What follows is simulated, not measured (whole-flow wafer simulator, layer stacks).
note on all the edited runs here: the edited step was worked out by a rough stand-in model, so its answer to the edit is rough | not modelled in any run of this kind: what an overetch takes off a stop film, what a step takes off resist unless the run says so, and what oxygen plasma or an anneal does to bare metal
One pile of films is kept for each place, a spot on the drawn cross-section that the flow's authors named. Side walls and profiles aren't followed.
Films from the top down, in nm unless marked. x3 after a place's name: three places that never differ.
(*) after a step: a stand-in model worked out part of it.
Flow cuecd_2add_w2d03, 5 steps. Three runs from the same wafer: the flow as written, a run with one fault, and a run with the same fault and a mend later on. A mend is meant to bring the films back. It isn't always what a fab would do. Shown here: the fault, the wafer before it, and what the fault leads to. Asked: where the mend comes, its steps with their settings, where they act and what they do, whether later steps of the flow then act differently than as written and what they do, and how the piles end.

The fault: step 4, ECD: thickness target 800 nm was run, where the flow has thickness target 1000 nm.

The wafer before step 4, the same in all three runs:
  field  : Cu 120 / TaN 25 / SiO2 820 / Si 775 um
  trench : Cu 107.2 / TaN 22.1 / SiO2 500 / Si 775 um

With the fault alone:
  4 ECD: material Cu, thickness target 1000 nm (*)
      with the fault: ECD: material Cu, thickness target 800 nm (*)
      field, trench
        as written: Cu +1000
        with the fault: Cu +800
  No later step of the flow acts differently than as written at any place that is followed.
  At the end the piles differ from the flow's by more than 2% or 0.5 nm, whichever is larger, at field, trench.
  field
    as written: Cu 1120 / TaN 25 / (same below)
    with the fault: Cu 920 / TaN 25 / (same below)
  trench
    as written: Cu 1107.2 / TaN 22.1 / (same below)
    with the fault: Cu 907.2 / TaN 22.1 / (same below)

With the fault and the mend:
  The mend comes after step 5.
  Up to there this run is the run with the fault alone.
  5a ECD: material Cu, thickness target 200 nm (*) (the flow's step 4 once more, with other settings)
      field, trench
        Cu +200
  No later step of the flow acts differently than as written at any place that is followed.
  At the end the piles are the same as the flow's at every place that both follow.
